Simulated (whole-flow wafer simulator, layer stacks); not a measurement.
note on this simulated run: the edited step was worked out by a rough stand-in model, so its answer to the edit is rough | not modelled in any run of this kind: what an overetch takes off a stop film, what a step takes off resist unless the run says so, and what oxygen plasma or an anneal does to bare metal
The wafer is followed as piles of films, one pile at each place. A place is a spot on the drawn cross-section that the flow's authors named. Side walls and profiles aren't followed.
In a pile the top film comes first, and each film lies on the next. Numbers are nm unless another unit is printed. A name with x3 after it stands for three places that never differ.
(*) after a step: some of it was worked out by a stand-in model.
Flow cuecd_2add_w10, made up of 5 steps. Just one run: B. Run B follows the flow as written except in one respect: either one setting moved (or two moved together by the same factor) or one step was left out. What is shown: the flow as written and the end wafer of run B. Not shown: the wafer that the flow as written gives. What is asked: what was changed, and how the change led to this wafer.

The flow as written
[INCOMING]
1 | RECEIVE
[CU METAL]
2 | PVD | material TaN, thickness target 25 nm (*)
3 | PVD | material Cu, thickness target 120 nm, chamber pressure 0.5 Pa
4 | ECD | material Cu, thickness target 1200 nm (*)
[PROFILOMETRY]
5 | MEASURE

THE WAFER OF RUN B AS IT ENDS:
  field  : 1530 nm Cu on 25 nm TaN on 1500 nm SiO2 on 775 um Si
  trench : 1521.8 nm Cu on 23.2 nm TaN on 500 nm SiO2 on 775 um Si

The reason: step 4, ECD: thickness target 1410 nm was run, whereas the flow has thickness target 1200 nm.

The path from the change to this, step by step:
  4 | ECD | material Cu, thickness target 1200 nm (*)
      field, trench: Cu gains 1410 (as written it would have been: Cu gains 1200)
